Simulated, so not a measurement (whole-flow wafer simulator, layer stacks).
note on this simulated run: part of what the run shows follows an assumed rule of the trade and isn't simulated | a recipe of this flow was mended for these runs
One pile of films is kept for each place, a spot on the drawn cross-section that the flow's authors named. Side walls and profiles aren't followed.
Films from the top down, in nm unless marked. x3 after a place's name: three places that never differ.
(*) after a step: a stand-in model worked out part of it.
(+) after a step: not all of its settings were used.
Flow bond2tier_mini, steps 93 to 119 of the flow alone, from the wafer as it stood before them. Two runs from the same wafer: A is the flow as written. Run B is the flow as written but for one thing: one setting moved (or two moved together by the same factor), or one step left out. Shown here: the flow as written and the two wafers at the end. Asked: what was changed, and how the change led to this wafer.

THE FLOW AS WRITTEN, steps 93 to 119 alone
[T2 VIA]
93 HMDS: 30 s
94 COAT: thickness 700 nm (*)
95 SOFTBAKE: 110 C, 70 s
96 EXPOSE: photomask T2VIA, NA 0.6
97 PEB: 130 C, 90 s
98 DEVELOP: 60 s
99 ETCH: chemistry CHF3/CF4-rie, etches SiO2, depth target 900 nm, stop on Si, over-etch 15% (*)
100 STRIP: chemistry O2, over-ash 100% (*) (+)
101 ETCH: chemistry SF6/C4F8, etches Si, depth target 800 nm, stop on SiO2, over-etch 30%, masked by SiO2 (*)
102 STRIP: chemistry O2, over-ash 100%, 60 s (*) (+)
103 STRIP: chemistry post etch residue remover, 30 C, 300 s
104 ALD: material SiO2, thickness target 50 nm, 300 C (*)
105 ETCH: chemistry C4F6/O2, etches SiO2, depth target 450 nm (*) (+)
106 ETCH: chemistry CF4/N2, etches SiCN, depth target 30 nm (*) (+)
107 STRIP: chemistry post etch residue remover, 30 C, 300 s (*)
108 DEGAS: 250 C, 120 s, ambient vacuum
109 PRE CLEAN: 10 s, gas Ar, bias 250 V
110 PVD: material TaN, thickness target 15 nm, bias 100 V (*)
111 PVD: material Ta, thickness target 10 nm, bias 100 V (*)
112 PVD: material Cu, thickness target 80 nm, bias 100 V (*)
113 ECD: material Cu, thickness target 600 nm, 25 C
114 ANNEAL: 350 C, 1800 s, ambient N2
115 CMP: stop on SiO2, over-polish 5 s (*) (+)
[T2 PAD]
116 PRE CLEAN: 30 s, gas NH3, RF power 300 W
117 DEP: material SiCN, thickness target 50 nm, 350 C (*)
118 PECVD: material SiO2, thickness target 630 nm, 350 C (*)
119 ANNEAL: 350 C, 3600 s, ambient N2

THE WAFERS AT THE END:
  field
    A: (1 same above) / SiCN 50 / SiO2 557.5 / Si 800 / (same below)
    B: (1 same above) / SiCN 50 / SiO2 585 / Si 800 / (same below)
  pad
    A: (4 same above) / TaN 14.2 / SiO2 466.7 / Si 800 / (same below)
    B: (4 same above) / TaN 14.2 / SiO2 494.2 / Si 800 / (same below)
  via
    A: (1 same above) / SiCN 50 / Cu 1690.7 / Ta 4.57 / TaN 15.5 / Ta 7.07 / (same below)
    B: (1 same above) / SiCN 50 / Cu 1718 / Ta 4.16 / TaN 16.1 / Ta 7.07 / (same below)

The cause: step 104, ALD: thickness target 77.5 nm was run, where the flow has thickness target 50 nm.

How the change led to this, step by step:
  104 ALD: material SiO2, thickness target 50 nm, 300 C (*)
      field, pad, via: A SiO2 +50 | B SiO2 +77.5
  105 ETCH: chemistry C4F6/O2, etches SiO2, depth target 450 nm (*) (+)
      via: A SiO2 -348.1 (all of it), SiCN -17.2 | B SiO2 -375.6 (all of it), SiCN -12.5
  106 ETCH: chemistry CF4/N2, etches SiCN, depth target 30 nm (*) (+)
      via: A SiCN -17.6 (all of it), TaN -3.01 | B SiCN -22.3 (all of it), TaN -1.88
  110 PVD: material TaN, thickness target 15 nm, bias 100 V (*)
      via: A TaN +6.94 | B TaN +6.35
  112 PVD: material Cu, thickness target 80 nm, bias 100 V (*)
      via: A Cu +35 (new film) | B Cu +31.7 (new film)
